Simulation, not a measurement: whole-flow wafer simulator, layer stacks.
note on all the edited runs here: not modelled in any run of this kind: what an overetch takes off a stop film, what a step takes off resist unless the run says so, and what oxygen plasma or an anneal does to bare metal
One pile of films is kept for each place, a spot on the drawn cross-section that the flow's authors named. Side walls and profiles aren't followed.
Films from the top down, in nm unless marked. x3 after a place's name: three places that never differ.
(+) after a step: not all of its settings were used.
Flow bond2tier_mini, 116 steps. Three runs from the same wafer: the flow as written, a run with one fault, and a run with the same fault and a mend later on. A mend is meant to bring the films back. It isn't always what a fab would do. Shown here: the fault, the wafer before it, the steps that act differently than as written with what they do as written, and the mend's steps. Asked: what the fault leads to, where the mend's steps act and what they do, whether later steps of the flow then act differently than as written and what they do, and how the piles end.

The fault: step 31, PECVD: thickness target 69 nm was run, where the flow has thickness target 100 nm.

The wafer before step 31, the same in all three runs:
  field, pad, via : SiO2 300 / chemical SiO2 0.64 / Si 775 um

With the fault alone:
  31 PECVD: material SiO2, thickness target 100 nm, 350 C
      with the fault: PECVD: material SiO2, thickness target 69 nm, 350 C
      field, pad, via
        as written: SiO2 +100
        with the fault: SiO2 +69
  No later step of the flow acts differently than as written at any place that is followed.
  At the end the piles differ from the flow's by more than 2% or 0.5 nm, whichever is larger, at field, pad.
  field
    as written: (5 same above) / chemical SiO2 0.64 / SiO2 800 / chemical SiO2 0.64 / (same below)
    with the fault: (5 same above) / chemical SiO2 0.64 / SiO2 769 / chemical SiO2 0.64 / (same below)
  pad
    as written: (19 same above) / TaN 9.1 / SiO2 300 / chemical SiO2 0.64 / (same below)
    with the fault: (19 same above) / TaN 9.1 / SiO2 269 / chemical SiO2 0.64 / (same below)

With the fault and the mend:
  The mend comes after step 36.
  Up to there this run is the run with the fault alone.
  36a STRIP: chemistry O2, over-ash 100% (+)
      field
        KrF resist -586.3 (all of it)
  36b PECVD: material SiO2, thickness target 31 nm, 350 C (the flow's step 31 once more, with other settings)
      field, pad, via
        SiO2 +31
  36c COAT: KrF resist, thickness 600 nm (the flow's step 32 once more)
      field, pad, via
        KrF resist +600 (new film)
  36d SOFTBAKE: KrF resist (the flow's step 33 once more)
      changes no film at any place that is followed
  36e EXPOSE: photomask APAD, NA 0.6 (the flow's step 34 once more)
      changes no film at any place that is followed
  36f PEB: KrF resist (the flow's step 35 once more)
      changes no film at any place that is followed
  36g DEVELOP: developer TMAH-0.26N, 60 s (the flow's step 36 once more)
      pad, via
        KrF resist -600 (all of it)
      field
        KrF resist -13.7
  No later step of the flow acts differently than as written at any place that is followed.
  At the end the piles are the same as the flow's at every place that both follow.
